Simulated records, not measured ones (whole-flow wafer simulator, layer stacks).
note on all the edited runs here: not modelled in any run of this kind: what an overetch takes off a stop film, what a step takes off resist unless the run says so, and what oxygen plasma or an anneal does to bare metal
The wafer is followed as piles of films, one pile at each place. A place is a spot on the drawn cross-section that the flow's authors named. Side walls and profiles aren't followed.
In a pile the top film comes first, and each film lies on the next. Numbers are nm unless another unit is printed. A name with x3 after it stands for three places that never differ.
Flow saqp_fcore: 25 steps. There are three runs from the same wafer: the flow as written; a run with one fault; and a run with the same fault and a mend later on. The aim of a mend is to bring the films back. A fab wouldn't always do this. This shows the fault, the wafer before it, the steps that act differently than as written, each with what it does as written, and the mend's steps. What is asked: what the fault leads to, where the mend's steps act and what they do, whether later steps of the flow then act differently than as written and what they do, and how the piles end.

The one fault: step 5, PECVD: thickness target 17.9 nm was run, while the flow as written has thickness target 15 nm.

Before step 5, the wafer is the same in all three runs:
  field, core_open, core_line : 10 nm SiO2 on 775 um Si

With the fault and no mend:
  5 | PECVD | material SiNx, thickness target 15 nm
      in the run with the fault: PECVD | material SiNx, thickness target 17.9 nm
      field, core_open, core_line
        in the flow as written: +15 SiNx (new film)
        in the run with the fault: +17.9 SiNx (new film)
  Later steps of the flow that are run all act as written at every place that is followed.
  The piles end different from the flow's at field, core_open, core_line by more than 2% or 0.5 nm, whichever is larger.
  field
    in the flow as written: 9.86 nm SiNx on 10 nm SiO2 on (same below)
    in the run with the fault: 12.8 nm SiNx on 10 nm SiO2 on (same below)
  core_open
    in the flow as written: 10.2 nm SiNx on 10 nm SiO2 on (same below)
    in the run with the fault: 13.1 nm SiNx on 10 nm SiO2 on (same below)
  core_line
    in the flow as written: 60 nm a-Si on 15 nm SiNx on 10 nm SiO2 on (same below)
    in the run with the fault: 60 nm a-Si on 17.9 nm SiNx on 10 nm SiO2 on (same below)

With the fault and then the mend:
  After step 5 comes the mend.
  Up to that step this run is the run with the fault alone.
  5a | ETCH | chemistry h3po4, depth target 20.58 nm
      field, core_open, core_line
        -17.9 SiNx (all of it)
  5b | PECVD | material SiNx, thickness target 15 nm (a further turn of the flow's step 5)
      field, core_open, core_line
        +15 SiNx (new film)
  Later steps of the flow that are run all act as written at every place that is followed.
  At every place that both follow, the piles at the end match the flow's.
